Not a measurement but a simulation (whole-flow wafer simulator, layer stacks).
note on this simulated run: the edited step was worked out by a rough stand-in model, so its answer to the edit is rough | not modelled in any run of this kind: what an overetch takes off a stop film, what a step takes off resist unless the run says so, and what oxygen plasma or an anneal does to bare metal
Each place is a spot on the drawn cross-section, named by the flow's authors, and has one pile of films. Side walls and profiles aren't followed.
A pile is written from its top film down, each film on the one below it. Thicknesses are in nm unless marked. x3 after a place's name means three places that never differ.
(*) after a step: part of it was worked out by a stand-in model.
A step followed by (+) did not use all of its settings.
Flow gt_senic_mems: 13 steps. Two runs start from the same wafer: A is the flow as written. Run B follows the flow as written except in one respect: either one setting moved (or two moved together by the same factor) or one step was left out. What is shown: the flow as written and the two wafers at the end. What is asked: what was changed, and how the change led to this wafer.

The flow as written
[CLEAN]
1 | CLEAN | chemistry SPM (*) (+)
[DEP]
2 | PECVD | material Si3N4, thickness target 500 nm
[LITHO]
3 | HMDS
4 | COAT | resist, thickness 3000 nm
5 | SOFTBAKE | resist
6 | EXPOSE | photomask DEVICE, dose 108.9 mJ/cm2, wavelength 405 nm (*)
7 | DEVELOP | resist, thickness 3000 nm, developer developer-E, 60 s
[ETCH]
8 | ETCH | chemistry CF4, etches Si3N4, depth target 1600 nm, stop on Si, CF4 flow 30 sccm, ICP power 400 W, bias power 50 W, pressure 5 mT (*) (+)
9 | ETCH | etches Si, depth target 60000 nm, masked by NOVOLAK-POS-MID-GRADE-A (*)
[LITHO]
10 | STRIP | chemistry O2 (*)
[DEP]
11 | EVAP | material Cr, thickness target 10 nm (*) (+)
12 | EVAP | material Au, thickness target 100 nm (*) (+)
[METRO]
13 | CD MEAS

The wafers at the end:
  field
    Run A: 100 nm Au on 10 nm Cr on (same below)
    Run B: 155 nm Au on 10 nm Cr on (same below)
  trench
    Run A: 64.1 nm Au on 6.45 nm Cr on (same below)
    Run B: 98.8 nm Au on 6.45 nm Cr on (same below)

Cause: step 12, EVAP: thickness target 155 nm was run, whereas the flow has thickness target 100 nm.
The wafer itself shows it: field has Au 155, and step 12 as written asks for 100 nm.

The path from the change to this, step by step:
  12 | EVAP | material Au, thickness target 100 nm (*) (+)
      field: A +100 Au (new film) | B +155 Au (new film)
      trench: A +64.1 Au (new film) | B +98.8 Au (new film)
